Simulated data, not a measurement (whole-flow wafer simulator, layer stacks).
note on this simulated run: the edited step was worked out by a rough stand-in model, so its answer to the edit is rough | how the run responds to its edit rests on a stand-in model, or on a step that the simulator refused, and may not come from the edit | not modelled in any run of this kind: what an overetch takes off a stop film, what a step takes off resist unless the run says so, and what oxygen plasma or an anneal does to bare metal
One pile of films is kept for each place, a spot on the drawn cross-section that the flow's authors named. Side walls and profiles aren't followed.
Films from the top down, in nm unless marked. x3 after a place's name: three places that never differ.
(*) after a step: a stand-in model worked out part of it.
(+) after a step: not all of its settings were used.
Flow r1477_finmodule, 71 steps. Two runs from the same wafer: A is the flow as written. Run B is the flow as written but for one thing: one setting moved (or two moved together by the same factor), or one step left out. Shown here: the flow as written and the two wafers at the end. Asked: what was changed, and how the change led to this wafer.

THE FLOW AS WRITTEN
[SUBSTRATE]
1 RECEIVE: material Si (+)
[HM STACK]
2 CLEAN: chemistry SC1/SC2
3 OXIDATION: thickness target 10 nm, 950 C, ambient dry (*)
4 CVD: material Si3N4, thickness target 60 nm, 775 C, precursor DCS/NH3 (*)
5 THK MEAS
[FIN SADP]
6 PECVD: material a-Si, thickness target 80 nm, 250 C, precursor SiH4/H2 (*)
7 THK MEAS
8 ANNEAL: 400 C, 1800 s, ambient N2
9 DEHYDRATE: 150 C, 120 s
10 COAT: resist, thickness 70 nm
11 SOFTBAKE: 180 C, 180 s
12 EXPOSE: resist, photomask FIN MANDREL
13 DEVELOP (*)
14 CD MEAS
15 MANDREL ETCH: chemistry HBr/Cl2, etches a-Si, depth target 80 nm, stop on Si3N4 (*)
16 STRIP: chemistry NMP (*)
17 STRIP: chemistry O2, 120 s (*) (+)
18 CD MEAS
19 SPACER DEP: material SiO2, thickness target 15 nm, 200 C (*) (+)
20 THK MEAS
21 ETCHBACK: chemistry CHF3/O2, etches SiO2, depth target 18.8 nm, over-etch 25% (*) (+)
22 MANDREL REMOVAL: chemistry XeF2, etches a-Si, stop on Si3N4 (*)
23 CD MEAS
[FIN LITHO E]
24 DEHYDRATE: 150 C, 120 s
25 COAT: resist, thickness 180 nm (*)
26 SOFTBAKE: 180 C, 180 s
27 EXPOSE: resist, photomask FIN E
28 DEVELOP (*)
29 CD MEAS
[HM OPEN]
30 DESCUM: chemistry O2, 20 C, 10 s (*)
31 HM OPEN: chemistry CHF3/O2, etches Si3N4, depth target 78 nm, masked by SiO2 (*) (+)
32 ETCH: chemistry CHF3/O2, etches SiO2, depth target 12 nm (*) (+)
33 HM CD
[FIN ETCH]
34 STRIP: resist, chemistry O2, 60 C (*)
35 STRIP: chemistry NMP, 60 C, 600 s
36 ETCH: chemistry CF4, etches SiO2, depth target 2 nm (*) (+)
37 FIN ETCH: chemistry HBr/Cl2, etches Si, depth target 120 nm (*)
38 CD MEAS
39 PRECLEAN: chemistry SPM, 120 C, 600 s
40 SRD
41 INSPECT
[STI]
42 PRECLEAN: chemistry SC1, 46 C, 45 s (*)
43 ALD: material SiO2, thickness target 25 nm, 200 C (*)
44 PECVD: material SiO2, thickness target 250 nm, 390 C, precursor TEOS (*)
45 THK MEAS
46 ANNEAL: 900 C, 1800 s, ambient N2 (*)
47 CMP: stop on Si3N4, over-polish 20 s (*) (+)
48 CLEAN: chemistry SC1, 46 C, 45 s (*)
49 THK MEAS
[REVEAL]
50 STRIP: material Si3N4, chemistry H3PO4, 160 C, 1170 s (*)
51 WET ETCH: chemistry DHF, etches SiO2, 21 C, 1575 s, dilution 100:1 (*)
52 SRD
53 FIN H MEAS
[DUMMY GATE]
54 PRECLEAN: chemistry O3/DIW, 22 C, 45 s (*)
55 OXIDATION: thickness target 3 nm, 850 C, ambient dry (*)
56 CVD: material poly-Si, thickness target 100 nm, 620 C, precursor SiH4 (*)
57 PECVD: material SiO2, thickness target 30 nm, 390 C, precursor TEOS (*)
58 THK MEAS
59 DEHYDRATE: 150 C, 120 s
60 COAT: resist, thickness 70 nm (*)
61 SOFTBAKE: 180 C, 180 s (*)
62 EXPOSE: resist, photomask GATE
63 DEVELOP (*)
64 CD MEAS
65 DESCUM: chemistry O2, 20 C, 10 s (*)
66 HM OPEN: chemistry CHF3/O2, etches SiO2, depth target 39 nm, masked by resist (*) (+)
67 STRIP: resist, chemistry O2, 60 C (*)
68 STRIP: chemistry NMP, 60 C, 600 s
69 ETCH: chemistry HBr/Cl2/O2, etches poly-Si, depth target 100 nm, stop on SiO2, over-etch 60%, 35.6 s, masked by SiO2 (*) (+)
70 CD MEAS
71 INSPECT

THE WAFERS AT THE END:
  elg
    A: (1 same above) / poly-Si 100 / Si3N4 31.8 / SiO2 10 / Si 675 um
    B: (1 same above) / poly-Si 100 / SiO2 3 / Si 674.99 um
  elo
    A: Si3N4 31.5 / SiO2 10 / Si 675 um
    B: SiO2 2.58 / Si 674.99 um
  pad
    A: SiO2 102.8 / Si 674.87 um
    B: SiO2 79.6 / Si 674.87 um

The cause: step 6, PECVD: thickness target 56 nm was run, where the flow has thickness target 80 nm.

How the change led to this, step by step:
  6 PECVD: material a-Si, thickness target 80 nm, 250 C, precursor SiH4/H2 (*)
      pad, padg, elg and 33 more: A a-Si +80 (new film) | B a-Si +56 (new film)
  15 MANDREL ETCH: chemistry HBr/Cl2, etches a-Si, depth target 80 nm, stop on Si3N4 (*)
      pad, padg, elg and 27 more: A a-Si -80 (all of it) | B a-Si -56 (all of it)
  21 ETCHBACK: chemistry CHF3/O2, etches SiO2, depth target 18.8 nm, over-etch 25% (*) (+)
      s40sg_line, s45sg_line, s50sg_line, s40so_line, s45so_line, s50so_line: A SiO2 +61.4 | B SiO2 +37.4
  22 MANDREL REMOVAL: chemistry XeF2, etches a-Si, stop on Si3N4 (*)
      s40cg, s45cg, s50cg, s40co, s45co, s50co: A a-Si -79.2 (all of it) | B a-Si -55.2 (all of it)
  25 COAT: resist, thickness 180 nm (*)
      s40cg, s40co: A resist +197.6 (new film) | B resist +191.6 (new film)
      s40sg, s40so: A resist +201.2 (new film) | B resist +195.2 (new film)
      (and at 14 more places)
  28 DEVELOP (*)
      s40cg, s40co: A resist -197.6 (all of it) | B resist -191.6 (all of it)
      s40sg, s40so: A resist -201.2 (all of it) | B resist -195.2 (all of it)
      (and at 14 more places)
  36 ETCH: chemistry CF4, etches SiO2, depth target 2 nm (*) (+)
      s40sg_line, s45sg_line, s50sg_line, s40so_line, s45so_line, s50so_line: A SiO2 -2 | B SiO2 -1.4 (all of it), Si3N4 -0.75
  37 FIN ETCH: chemistry HBr/Cl2, etches Si, depth target 120 nm (*)
      s40sg_line, s45sg_line, s50sg_line, s40so_line, s45so_line, s50so_line: A SiO2 -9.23 | B Si3N4 -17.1
  43 ALD: material SiO2, thickness target 25 nm, 200 C (*)
      s40sg_line, s45sg_line, s50sg_line, s40so_line, s45so_line, s50so_line: A SiO2 +25 | B SiO2 +25 (new film)
      s40cg, s45cg, s50cg, s40co, s45co, s50co: A SiO2 +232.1 (new film) | B SiO2 +200.1 (new film)
  47 CMP: stop on Si3N4, over-polish 20 s (*) (+)
      elg, e40lg, e100lg, e200lg, elo, e40lo, e100lo, e200lo: A SiO2 -241.6 | B SiO2 -263.8 (all of it), Si3N4 -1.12
      pad, padg, e40sg and 11 more: A SiO2 -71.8 | B SiO2 -95
      (and at 14 more places)
  50 STRIP: material Si3N4, chemistry H3PO4, 160 C, 1170 s (*)
      elg, e40lg, e100lg, e200lg, elo, e40lo, e100lo, e200lo: A SiO2 -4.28 | B Si3N4 -35.6 (all of it), SiO2 -2.09
      s40sg_line, s45sg_line, s50sg_line, s40so_line, s45so_line, s50so_line: A Si3N4 -58.9 (all of it), SiO2 -1.37 | B Si3N4 -35.6 (all of it), SiO2 -2.09
  51 WET ETCH: chemistry DHF, etches SiO2, 21 C, 1575 s, dilution 100:1 (*)
      elg, e40lg, e100lg, e200lg, elo, e40lo, e100lo, e200lo: A SiO2 -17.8 (all of it), Si3N4 -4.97 | B SiO2 -7.91 (all of it)
      s40sg_line, s45sg_line, s50sg_line, s40so_line, s45so_line, s50so_line: A SiO2 -8.63 (all of it) | B SiO2 -7.91 (all of it)
  54 PRECLEAN: chemistry O3/DIW, 22 C, 45 s (*)
      elg, e40lg, e100lg, e200lg, elo, e40lo, e100lo, e200lo: A nothing | B chemical SiO2 +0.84 (new film), Si -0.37
  55 OXIDATION: thickness target 3 nm, 850 C, ambient dry (*)
      elg, e40lg, e100lg, e200lg, elo, e40lo, e100lo, e200lo: A nothing | B SiO2 +3 (new film), chemical SiO2 -0.84 (all of it), Si -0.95
  56 CVD: material poly-Si, thickness target 100 nm, 620 C, precursor SiH4 (*)
      s40cg, s40co: A poly-Si +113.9 (new film) | B poly-Si +139.2 (new film)
      s45cg, s45co: A poly-Si +113.4 (new film) | B poly-Si +139.2 (new film)
      (and at 3 more places)
  60 COAT: resist, thickness 70 nm (*)
      e40sg, e40so: A resist +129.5 (new film) | B resist +113.5 (new film)
      e100sg, e100so: A resist +129.4 (new film) | B resist +113.4 (new film)
      (and at 15 more places)
  ... 2 more steps ...
  69 ETCH: chemistry HBr/Cl2/O2, etches poly-Si, depth target 100 nm, stop on SiO2, over-etch 60%, 35.6 s, masked by SiO2 (*) (+)
      s40co: A chemical SiO2 -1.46 (all of it), poly-Si -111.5 (all of it), SiO2 -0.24 | B chemical SiO2 -1.38 (all of it), poly-Si -136.8 (all of it), SiO2 -0.12
      s45co: A chemical SiO2 -1.46 (all of it), poly-Si -110.9 (all of it), SiO2 -0.25 | B chemical SiO2 -1.38 (all of it), poly-Si -136.8 (all of it), SiO2 -0.12
      (and at 1 more place)
